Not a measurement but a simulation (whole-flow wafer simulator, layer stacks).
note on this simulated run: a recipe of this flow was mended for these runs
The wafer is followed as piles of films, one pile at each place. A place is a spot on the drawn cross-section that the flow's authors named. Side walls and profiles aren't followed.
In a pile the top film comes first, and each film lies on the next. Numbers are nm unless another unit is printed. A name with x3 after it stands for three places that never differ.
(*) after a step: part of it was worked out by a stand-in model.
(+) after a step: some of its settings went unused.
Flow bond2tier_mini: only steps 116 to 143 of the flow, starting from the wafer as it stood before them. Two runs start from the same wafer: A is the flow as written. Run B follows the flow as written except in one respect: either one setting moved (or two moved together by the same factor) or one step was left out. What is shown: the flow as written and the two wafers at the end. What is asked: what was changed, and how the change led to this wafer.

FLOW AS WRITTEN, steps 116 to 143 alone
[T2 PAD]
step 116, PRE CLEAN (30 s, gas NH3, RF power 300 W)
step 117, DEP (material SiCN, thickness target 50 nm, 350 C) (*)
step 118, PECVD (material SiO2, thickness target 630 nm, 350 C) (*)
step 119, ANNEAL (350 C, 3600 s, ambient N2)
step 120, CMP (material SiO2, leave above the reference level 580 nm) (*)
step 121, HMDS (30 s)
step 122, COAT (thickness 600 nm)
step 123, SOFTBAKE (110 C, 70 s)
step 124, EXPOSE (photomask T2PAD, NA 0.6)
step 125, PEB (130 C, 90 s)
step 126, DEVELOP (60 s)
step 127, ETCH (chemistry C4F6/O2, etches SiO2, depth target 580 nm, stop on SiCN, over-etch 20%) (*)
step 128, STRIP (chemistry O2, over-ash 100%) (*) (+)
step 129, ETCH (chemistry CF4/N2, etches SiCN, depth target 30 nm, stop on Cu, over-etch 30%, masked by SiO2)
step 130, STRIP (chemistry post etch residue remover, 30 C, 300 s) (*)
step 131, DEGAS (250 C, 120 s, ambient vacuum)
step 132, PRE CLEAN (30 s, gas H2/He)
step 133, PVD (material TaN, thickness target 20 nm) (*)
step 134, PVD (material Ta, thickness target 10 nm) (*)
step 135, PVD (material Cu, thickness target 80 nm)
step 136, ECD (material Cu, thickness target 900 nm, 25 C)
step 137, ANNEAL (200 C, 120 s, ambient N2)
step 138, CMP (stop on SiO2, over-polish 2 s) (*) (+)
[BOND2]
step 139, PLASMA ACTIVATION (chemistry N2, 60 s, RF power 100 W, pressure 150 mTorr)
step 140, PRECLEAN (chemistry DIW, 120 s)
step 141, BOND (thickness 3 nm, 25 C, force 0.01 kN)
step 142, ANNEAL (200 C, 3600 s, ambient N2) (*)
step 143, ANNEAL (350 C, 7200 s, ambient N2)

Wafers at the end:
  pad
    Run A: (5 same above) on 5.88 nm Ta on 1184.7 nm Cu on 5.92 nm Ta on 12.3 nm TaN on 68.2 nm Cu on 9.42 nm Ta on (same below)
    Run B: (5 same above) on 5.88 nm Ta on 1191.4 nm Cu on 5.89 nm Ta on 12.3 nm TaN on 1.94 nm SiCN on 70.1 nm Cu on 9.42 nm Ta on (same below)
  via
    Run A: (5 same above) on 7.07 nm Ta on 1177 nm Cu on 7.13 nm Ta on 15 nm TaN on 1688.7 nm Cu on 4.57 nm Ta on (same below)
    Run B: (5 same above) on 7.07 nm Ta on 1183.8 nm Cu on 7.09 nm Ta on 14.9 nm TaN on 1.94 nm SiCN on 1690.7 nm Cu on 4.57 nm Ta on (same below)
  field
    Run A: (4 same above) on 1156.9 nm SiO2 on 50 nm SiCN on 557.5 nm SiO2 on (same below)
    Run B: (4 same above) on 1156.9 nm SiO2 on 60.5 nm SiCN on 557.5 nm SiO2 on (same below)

Cause: step 117, DEP: thickness target 60.5 nm was run, though the flow has thickness target 50 nm.
One can read it off the wafer: field has SiCN 60.5, and step 117 as written asks for 50 nm.

The path from the change to this, step by step:
  step 117, DEP (material SiCN, thickness target 50 nm, 350 C) (*)
      field, pad, via: A +50 SiCN (new film) | B +60.5 SiCN (new film)
  step 129, ETCH (chemistry CF4/N2, etches SiCN, depth target 30 nm, stop on Cu, over-etch 30%, masked by SiO2)
      pad, via: A -30.4 SiCN (all of it), -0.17 Cu | B -39 SiCN
  step 130, STRIP (chemistry post etch residue remover, 30 C, 300 s) (*)
      pad, via: A -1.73 Cu | B nothing
Taking metal films that touch as one body, pad has 3 bodies (between them, from the top down: SiCN 1.94; SiO2 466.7 / Si 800 / chemical SiO2 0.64 / SiO2 300 / SiCN 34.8); the flow as written gives 2 bodies (between them, from the top down: SiO2 466.7 / Si 800 / chemical SiO2 0.64 / SiO2 300 / SiCN 34.8).
Taking metal films that touch as one body, via has 2 bodies (between them, from the top down: SiCN 1.94); the flow as written gives 1 body.
